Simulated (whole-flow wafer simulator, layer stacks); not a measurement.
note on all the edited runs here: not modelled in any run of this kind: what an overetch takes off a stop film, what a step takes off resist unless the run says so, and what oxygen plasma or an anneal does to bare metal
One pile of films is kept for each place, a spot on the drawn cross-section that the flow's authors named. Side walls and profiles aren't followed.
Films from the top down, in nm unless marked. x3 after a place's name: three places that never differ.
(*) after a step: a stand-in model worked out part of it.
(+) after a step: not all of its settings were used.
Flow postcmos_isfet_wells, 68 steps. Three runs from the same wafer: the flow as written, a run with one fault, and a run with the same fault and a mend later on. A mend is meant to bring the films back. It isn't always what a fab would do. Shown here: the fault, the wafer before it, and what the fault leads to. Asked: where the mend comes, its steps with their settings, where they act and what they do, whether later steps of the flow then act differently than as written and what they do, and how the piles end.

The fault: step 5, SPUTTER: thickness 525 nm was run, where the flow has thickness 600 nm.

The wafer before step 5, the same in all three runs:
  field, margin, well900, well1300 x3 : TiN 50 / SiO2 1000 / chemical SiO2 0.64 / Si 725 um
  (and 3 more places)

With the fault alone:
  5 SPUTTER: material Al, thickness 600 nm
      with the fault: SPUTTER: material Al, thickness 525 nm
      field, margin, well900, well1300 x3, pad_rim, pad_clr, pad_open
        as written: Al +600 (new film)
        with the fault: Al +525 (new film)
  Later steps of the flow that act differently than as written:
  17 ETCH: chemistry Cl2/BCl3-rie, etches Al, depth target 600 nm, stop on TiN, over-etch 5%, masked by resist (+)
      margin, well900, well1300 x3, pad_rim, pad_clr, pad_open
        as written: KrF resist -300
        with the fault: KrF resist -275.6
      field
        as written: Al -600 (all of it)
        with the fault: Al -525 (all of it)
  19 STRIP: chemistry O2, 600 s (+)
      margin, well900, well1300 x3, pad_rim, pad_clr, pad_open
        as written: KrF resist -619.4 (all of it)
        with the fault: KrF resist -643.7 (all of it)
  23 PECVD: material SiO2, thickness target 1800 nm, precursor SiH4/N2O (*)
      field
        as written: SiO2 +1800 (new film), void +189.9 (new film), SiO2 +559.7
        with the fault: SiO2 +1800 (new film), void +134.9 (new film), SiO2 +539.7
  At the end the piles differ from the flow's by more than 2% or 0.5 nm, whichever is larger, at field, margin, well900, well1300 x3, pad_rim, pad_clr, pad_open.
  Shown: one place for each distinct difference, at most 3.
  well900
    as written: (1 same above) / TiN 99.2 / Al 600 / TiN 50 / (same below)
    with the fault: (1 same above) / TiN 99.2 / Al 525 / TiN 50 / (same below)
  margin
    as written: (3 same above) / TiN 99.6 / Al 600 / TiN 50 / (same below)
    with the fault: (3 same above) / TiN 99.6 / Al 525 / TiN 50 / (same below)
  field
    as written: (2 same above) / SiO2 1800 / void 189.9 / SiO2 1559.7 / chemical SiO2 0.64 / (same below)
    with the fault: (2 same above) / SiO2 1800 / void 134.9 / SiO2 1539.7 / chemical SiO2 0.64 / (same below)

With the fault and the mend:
  The mend comes after step 5.
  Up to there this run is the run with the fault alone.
  5a SPUTTER: material Al, thickness 75 nm (the flow's step 5 once more, with other settings)
      field, margin, well900, well1300 x3, pad_rim, pad_clr, pad_open
        Al +75
  No later step of the flow acts differently than as written at any place that is followed.
  At the end the piles are the same as the flow's at every place that both follow.
